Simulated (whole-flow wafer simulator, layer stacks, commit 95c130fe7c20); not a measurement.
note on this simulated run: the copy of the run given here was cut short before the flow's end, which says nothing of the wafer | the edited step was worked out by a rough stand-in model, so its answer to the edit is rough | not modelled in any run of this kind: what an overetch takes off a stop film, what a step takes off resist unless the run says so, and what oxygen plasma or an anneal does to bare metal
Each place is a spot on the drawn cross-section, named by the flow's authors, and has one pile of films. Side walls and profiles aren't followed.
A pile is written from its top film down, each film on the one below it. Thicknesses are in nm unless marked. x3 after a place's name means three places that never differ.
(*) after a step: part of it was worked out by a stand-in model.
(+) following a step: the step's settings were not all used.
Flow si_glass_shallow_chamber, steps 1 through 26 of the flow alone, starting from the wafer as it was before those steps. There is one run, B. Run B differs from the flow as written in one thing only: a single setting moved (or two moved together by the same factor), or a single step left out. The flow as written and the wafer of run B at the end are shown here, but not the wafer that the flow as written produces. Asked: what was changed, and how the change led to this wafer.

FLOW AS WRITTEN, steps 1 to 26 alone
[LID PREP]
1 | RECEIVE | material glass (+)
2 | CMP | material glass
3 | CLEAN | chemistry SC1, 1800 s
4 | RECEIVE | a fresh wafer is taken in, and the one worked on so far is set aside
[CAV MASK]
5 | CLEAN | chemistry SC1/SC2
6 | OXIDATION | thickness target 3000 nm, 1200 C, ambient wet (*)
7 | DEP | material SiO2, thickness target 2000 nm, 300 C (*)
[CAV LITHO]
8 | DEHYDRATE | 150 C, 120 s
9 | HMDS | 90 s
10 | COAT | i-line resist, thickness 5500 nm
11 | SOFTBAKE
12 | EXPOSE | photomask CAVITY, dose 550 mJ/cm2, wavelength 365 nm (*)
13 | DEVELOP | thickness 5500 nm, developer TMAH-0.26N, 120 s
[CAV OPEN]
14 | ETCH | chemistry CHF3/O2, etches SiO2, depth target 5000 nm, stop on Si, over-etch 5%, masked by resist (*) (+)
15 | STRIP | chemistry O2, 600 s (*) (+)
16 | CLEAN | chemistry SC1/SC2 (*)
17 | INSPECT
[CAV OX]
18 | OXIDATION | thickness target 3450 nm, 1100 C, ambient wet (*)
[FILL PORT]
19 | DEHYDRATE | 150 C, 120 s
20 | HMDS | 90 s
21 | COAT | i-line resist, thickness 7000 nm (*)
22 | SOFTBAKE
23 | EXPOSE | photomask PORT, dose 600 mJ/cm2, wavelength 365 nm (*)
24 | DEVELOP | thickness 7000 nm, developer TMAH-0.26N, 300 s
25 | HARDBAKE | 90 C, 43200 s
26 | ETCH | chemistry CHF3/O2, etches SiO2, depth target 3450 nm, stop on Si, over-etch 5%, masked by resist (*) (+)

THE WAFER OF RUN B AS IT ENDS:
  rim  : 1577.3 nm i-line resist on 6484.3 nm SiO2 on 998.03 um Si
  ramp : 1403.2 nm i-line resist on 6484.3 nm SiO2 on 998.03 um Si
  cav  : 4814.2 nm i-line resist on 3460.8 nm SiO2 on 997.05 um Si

Cause: step 6, OXIDATION: thickness target 3450 nm was run, whereas the flow has thickness target 3000 nm.

How this came from the change, step by step:
  6 | OXIDATION | thickness target 3000 nm, 1200 C, ambient wet (*)
      rim, ramp, cav, port, septum, ring: +3450 SiO2 (new film), -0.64 chemical SiO2 (all of it), -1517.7 Si (it would be, as written: +3000 SiO2 (new film), -0.64 chemical SiO2 (all of it), -1319.7 Si)
  14 | ETCH | chemistry CHF3/O2, etches SiO2, depth target 5000 nm, stop on Si, over-etch 5%, masked by resist (*) (+)
      cav, port: -5250 SiO2 (it would be, as written: -5000 SiO2 (all of it), -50 Si)
  15 | STRIP | chemistry O2, 600 s (*) (+)
      cav, port: nothing (it would be, as written: +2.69 chemical SiO2 (new film), -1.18 Si)
  18 | OXIDATION | thickness target 3450 nm, 1100 C, ambient wet (*)
      cav, port: +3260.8 SiO2, -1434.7 Si (it would be, as written: +3450 SiO2 (new film), -2.69 chemical SiO2 (all of it), -1516.8 Si)
      rim, ramp, septum, ring: +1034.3 SiO2, -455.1 Si (it would be, as written: +1109.8 SiO2, -488.3 Si)
  21 | COAT | i-line resist, thickness 7000 nm (*)
      ramp: +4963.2 i-line resist (new film) (it would be, as written: +5087.8 i-line resist (new film))
  22 | SOFTBAKE
      rim: -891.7 i-line resist (it would be, as written: -849 i-line resist)
      ramp: -465.2 i-line resist (it would be, as written: -434.5 i-line resist)
      (and at 3 other places as well)
  25 | HARDBAKE | 90 C, 43200 s
      rim: -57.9 i-line resist (it would be, as written: -62.5 i-line resist)
      ramp: -52 i-line resist (it would be, as written: -57.1 i-line resist)
  26 | ETCH | chemistry CHF3/O2, etches SiO2, depth target 3450 nm, stop on Si, over-etch 5%, masked by resist (*) (+)
      port: -3460.8 SiO2 (all of it), -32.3 Si (it would be, as written: -3450 SiO2 (all of it), -34.5 Si)
